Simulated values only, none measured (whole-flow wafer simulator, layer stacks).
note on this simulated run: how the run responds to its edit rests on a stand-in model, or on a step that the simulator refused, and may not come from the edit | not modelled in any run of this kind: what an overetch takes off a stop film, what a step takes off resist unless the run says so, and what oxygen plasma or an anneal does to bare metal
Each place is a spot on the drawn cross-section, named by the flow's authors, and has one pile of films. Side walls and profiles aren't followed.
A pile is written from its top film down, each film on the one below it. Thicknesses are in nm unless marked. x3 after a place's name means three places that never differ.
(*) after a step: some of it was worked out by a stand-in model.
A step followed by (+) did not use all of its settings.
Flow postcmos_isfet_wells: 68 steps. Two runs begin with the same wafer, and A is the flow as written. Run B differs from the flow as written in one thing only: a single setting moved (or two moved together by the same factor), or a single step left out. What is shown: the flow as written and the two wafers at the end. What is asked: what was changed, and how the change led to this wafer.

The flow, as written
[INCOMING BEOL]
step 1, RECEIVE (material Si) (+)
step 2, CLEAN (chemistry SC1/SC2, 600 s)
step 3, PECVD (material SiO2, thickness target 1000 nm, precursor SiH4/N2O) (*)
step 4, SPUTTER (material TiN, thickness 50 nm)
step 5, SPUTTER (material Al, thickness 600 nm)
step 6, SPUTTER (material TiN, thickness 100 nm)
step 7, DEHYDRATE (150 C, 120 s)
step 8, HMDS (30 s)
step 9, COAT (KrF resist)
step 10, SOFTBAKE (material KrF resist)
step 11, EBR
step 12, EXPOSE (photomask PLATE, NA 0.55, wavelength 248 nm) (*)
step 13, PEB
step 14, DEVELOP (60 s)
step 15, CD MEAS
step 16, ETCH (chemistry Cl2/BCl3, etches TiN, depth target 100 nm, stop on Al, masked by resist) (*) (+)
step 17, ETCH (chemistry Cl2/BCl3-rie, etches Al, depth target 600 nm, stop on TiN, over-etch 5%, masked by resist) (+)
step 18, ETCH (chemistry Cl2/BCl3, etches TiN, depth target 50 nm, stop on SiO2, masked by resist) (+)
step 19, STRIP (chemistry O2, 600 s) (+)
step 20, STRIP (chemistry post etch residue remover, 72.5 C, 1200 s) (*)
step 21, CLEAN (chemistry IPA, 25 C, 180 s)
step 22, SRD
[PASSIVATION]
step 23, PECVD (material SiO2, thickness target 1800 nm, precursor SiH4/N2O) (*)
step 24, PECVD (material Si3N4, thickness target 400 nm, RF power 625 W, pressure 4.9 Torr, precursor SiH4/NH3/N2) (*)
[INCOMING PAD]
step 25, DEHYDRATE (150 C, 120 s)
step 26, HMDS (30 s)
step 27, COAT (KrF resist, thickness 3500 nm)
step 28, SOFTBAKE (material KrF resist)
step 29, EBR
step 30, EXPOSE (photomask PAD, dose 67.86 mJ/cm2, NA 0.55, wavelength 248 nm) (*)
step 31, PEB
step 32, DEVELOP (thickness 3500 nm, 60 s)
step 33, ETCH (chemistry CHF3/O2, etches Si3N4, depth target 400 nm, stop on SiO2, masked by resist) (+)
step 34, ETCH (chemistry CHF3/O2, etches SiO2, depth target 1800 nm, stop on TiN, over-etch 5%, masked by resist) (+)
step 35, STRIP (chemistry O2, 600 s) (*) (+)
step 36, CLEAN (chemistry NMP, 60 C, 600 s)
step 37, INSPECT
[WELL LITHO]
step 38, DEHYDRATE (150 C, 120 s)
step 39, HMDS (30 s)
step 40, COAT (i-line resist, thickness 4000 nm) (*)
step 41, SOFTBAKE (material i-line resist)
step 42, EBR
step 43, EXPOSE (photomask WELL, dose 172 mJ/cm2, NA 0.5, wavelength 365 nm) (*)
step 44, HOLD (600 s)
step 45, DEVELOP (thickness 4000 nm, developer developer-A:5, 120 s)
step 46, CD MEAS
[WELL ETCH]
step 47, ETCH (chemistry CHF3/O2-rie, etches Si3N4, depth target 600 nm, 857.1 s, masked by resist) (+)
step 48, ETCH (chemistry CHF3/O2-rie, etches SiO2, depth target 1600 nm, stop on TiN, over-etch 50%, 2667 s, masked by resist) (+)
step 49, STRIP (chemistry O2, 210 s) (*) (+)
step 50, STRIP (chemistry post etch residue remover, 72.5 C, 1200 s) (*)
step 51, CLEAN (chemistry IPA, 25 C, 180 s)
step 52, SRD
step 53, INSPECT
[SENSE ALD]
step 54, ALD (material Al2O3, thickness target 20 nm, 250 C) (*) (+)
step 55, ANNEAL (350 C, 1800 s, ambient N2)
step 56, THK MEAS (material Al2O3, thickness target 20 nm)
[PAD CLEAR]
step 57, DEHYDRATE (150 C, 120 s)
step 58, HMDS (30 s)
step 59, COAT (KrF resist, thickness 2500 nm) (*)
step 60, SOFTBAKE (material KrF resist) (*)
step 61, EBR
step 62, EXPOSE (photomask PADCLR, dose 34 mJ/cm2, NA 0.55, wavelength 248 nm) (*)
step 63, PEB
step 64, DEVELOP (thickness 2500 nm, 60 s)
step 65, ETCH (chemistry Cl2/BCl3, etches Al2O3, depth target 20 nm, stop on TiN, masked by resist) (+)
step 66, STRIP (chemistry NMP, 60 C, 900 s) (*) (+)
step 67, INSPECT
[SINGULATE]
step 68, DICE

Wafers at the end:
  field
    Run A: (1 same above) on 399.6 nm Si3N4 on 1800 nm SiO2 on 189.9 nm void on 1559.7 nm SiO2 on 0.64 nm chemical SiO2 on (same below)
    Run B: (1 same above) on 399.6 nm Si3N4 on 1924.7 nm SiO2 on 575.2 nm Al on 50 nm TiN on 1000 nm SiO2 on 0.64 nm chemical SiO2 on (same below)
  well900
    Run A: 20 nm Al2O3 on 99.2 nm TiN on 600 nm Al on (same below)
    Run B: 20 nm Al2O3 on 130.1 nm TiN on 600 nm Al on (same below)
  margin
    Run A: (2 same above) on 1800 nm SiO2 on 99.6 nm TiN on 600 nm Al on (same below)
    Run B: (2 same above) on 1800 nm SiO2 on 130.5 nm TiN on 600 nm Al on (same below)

The reason: step 6, SPUTTER: thickness 130.9 nm was run, whereas the flow has thickness 100 nm.

How this came from the change, step by step:
  step 6, SPUTTER (material TiN, thickness 100 nm)
      field, margin, well900 and 6 more: A +100 TiN (new film) | B +130.9 TiN (new film)
  step 16, ETCH (chemistry Cl2/BCl3, etches TiN, depth target 100 nm, stop on Al, masked by resist) (*) (+)
      field: A -100 TiN (all of it) | B -100 TiN
  step 17, ETCH (chemistry Cl2/BCl3-rie, etches Al, depth target 600 nm, stop on TiN, over-etch 5%, masked by resist) (+)
      field: A -600 Al (all of it) | B nothing
  step 18, ETCH (chemistry Cl2/BCl3, etches TiN, depth target 50 nm, stop on SiO2, masked by resist) (+)
      field: A -50 TiN (all of it) | B -30.9 TiN (all of it), -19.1 Al
  step 20, STRIP (chemistry post etch residue remover, 72.5 C, 1200 s) (*)
      field: A nothing | B -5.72 Al
  step 23, PECVD (material SiO2, thickness target 1800 nm, precursor SiH4/N2O) (*)
      field: A +1800 SiO2 (new film), +189.9 void (new film), +559.7 SiO2 | B +1924.7 SiO2 (new film)
If metal films that touch count as one body, field has 1 body; the flow as written gives 0 bodies.
